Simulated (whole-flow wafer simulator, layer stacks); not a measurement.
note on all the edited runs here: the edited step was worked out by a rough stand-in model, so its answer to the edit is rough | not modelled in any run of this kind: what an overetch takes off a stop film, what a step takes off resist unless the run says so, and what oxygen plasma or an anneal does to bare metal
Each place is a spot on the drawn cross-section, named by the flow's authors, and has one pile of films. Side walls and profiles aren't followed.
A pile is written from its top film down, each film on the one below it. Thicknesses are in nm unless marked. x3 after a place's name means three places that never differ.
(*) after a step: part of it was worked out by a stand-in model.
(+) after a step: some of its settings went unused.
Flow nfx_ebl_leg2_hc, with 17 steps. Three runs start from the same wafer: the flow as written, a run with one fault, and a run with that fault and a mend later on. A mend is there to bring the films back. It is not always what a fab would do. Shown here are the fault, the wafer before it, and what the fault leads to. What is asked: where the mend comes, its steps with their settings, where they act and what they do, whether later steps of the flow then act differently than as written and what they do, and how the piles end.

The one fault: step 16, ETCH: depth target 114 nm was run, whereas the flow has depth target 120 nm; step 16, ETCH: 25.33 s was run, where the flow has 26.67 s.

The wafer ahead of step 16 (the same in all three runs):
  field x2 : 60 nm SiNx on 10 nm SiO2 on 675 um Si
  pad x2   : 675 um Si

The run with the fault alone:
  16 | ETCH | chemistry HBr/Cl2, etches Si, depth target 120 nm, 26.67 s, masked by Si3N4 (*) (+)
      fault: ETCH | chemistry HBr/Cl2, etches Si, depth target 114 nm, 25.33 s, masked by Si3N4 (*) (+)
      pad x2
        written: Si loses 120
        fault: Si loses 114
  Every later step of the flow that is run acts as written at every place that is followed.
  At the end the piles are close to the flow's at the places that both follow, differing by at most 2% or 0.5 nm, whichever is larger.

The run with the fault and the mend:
  After step 17 comes the mend.
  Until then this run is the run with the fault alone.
  17a | ETCH | chemistry HBr/Cl2, etches Si, depth target 6 nm, 1.333 s, masked by Si3N4 (*) (+) (the flow's step 16 again, with other settings)
      field x2
        SiNx loses 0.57
      pad x2
        Si loses 6
  Every later step of the flow that is run acts as written at every place that is followed.
  By the end, the piles equal the flow's at every place that both follow.
